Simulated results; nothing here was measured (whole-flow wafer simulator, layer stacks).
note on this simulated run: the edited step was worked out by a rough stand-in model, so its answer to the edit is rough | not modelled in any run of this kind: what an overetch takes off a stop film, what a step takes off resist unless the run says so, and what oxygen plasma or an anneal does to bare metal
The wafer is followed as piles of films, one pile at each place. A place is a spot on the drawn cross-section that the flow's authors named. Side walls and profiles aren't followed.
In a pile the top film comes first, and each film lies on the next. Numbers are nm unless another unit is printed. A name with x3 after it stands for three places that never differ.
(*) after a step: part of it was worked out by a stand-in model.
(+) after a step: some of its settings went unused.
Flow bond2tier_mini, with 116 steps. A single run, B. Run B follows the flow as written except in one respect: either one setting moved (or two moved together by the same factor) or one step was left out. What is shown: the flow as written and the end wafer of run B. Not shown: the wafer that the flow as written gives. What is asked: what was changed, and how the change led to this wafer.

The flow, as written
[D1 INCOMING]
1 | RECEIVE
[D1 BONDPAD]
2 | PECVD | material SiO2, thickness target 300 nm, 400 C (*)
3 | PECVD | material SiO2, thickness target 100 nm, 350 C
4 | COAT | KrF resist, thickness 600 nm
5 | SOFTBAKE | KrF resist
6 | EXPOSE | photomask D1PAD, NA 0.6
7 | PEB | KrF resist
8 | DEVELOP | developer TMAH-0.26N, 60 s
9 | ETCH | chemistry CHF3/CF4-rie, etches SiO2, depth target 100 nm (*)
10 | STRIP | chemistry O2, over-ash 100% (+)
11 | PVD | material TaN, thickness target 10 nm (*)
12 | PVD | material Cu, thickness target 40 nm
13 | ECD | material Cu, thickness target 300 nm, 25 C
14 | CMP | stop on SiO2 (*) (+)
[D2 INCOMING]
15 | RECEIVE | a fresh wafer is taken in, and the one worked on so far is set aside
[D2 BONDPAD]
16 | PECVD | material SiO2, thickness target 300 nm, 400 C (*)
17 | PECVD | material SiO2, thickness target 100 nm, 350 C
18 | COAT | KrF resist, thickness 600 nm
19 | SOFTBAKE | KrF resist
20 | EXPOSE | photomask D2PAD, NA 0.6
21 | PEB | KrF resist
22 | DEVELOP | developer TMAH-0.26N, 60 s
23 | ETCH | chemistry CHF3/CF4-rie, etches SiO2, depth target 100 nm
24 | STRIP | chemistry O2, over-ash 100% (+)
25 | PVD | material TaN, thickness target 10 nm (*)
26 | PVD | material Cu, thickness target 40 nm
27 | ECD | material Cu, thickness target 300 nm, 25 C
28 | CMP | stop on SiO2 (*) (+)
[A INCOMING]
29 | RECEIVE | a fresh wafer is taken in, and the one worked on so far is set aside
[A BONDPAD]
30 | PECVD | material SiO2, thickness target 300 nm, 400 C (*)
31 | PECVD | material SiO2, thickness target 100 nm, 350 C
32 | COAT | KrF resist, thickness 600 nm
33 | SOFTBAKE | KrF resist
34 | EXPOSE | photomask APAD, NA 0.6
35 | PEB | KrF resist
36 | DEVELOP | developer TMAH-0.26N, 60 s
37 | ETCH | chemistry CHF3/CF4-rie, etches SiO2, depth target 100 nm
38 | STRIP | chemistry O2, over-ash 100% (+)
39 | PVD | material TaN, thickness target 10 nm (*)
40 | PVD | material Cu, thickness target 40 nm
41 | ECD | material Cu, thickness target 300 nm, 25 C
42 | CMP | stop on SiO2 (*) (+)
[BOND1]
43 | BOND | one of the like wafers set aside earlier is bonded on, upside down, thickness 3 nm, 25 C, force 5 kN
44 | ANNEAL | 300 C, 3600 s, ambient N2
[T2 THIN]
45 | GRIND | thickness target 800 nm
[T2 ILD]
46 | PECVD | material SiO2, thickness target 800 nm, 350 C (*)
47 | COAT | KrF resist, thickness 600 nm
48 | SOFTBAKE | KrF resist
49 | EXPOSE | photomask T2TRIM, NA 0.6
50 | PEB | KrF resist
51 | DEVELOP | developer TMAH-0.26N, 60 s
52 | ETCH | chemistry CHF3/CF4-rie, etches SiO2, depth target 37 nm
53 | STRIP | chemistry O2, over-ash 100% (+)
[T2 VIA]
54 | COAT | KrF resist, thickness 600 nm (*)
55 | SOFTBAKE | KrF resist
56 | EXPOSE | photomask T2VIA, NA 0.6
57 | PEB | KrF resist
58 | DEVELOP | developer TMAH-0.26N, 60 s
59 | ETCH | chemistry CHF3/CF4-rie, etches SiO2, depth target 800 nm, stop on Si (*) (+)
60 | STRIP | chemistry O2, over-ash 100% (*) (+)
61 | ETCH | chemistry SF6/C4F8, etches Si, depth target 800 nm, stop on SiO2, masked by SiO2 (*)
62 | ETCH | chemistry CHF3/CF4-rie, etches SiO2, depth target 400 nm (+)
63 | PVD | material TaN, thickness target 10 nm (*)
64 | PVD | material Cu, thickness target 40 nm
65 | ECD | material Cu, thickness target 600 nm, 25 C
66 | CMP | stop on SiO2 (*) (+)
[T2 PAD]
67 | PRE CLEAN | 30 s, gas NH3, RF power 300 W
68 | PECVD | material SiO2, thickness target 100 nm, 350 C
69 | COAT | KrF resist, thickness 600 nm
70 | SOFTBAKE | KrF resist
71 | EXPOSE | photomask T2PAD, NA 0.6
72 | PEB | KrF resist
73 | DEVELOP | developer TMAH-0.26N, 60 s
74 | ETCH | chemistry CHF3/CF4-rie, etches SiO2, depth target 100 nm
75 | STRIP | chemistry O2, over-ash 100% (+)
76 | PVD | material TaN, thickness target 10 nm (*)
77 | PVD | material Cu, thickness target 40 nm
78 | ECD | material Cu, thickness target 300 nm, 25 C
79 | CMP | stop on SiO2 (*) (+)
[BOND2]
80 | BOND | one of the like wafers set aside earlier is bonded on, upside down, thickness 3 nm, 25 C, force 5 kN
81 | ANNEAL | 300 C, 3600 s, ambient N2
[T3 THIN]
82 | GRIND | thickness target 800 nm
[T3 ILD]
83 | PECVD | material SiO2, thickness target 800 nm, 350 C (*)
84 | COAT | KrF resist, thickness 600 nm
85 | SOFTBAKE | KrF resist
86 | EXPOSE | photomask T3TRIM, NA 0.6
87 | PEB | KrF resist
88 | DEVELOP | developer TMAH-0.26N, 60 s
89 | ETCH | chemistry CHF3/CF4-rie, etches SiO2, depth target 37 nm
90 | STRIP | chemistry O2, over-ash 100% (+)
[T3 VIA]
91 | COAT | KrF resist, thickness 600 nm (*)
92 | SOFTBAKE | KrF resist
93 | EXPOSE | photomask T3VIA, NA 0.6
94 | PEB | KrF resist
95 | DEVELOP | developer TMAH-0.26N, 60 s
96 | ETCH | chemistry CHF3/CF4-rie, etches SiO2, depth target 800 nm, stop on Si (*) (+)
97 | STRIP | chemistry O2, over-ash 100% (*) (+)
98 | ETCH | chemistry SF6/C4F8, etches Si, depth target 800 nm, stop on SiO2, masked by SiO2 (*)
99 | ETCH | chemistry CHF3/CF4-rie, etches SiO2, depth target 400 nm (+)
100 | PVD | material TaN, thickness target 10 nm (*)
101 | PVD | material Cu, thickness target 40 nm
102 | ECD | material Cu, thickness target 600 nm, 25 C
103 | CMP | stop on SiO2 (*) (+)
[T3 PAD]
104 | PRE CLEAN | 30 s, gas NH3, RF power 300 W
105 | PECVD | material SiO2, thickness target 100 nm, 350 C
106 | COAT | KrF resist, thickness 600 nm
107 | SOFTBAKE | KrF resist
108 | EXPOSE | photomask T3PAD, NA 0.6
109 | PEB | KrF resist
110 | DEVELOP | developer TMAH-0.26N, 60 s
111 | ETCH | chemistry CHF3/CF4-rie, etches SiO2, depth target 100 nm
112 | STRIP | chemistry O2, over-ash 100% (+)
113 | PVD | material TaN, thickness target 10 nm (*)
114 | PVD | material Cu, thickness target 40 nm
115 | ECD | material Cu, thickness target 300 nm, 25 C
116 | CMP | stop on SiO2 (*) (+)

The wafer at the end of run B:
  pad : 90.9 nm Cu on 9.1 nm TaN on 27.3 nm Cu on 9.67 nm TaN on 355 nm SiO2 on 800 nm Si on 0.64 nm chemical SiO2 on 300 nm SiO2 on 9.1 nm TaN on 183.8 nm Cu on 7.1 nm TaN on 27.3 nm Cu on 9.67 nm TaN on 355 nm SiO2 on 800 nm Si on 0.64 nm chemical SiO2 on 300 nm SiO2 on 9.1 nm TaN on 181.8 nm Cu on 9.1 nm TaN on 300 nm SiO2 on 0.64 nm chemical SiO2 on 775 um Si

The reason: step 76, PVD: thickness target 7.8 nm was run, while the flow as written has thickness target 10 nm.

The path from the change to this, step by step:
  76 | PVD | material TaN, thickness target 10 nm (*)
      field: TaN gains 7.8 (new film) (in the flow as written it would be: TaN gains 10 (new film))
      pad: TaN gains 7.1 (new film) (in the flow as written it would be: TaN gains 9.1 (new film))
  79 | CMP | stop on SiO2 (*) (+)
      field: Cu loses 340 (all of it), TaN loses 7.8 (all of it) (in the flow as written it would be: Cu loses 340 (all of it), TaN loses 10 (all of it))
